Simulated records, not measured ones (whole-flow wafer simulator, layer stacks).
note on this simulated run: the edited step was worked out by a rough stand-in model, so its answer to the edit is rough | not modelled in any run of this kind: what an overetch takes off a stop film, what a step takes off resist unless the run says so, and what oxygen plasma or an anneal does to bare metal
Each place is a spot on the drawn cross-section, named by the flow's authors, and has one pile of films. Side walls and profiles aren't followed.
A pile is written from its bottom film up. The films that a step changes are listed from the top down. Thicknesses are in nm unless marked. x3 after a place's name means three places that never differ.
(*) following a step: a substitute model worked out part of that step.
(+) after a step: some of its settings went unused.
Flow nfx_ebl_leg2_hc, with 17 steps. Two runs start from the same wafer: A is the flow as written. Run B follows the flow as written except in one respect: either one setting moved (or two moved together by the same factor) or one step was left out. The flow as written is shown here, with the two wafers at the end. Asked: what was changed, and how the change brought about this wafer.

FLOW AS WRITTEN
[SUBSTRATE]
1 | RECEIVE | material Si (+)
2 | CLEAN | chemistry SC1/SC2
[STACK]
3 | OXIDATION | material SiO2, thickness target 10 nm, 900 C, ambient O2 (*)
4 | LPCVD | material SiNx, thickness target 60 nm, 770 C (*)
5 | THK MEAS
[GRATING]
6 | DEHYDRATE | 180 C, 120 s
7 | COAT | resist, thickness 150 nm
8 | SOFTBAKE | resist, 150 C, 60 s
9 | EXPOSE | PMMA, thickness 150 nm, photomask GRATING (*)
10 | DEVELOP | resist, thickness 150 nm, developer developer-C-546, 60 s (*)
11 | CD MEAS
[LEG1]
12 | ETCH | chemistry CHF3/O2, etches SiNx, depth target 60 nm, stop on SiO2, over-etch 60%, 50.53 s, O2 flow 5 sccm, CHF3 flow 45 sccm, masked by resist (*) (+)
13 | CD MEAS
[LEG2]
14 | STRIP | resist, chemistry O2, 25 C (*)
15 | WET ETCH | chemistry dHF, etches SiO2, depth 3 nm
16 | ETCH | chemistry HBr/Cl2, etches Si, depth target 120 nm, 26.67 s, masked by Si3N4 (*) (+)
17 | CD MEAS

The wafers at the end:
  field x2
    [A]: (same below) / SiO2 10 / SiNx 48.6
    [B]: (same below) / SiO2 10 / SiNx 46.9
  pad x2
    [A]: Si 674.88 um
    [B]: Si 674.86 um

The reason: step 16, ETCH: depth target 138 nm was run, while the flow as written has depth target 120 nm; step 16, ETCH: 30.67 s was run, where the flow has 26.67 s.

How this came from the change, step by step:
  16 | ETCH | chemistry HBr/Cl2, etches Si, depth target 120 nm, 26.67 s, masked by Si3N4 (*) (+)
      field x2: A -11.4 SiNx | B -13.1 SiNx
      pad x2: A -120 Si | B -138 Si
